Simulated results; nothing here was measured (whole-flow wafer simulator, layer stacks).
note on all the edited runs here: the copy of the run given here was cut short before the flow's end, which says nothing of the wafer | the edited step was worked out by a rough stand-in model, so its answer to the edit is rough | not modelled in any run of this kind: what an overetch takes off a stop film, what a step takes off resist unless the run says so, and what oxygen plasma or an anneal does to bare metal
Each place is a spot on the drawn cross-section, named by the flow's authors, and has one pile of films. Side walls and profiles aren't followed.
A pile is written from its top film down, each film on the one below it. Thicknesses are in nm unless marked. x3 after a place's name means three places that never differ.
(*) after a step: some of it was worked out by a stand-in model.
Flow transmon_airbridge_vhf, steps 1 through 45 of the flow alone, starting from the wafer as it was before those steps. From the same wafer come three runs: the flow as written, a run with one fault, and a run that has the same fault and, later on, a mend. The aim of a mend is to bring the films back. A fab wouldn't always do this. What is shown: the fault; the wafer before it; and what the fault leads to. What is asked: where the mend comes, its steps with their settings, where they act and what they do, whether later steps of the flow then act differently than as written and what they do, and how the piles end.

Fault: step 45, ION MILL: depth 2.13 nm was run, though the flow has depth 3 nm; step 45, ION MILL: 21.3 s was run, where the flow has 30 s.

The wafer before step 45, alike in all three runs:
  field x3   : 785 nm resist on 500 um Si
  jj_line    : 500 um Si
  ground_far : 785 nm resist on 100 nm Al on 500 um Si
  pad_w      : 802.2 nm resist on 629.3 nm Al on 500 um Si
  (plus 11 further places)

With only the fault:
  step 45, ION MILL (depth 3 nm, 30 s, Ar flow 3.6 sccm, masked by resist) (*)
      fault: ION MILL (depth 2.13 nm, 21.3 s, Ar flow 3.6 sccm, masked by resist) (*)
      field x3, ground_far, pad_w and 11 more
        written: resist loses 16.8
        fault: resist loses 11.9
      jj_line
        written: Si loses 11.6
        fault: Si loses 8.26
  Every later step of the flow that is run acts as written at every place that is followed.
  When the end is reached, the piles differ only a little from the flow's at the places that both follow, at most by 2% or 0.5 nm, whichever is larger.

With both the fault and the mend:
  The mend follows step 45.
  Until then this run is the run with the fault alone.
  step 45a, ION MILL (depth 0.87 nm, 8.7 s, Ar flow 3.6 sccm, masked by resist) (*) (the flow's step 45 again, with other settings)
      field x3, ground_far, pad_w and 11 more
        resist loses 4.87
      jj_line
        Si loses 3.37
  Every later step of the flow that is run acts as written at every place that is followed.
  By the end, the piles equal the flow's at every place that both follow.
